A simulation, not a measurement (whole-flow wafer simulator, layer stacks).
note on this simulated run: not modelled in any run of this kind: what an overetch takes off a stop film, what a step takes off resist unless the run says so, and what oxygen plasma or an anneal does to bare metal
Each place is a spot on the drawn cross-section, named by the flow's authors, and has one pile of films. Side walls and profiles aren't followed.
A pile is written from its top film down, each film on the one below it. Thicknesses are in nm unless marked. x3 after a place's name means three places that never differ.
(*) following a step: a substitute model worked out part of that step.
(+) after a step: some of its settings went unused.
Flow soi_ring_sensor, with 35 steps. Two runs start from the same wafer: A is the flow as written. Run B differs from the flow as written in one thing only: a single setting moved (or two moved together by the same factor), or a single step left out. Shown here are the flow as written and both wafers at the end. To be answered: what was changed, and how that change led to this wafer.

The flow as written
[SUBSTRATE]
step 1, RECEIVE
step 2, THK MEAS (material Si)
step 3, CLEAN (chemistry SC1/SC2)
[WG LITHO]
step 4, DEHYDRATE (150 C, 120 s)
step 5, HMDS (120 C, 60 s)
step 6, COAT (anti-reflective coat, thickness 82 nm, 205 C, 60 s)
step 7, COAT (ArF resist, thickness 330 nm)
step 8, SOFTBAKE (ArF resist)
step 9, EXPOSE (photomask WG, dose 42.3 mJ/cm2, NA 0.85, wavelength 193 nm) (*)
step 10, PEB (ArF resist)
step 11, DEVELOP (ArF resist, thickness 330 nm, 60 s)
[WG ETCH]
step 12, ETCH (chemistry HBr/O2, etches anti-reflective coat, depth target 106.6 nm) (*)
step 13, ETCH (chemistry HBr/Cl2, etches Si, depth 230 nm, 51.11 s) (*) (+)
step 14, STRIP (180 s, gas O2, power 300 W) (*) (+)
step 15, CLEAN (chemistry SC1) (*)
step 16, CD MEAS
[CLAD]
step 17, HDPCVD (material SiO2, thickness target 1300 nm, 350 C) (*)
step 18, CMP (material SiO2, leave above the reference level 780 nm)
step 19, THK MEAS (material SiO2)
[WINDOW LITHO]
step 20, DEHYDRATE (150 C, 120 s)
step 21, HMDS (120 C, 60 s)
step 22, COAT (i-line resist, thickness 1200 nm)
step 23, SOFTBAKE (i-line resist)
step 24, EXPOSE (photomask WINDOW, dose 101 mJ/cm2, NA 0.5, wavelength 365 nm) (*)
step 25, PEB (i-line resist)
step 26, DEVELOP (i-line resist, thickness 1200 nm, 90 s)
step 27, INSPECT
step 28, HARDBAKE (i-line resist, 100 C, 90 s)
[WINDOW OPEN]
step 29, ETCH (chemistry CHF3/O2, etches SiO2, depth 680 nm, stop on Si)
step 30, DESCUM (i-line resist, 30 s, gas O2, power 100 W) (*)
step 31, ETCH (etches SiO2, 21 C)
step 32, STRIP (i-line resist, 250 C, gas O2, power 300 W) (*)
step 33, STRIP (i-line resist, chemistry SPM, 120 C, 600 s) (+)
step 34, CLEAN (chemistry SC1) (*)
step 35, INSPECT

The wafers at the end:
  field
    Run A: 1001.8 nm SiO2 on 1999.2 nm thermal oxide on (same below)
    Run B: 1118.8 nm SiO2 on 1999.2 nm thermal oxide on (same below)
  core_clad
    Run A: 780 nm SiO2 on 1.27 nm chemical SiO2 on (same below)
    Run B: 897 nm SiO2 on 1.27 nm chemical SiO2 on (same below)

Cause: step 18, CMP: leave above the reference level 897 nm was run, though the flow has leave above the reference level 780 nm.
One can read it off the wafer: core_clad has SiO2 897, and step 18 as written asks for 780 nm.

Step by step, how the change led to this:
  step 18, CMP (material SiO2, leave above the reference level 780 nm)
      gap, window, field, gap_clad: A SiO2 loses 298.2 | B SiO2 loses 181.2
      core, core_clad: A SiO2 loses 520 | B SiO2 loses 403
  step 31, ETCH (etches SiO2, 21 C)
      core: A SiO2 loses 100 (all of it), chemical SiO2 loses 1.27 (all of it) | B SiO2 loses 217 (all of it), chemical SiO2 loses 1.27 (all of it)
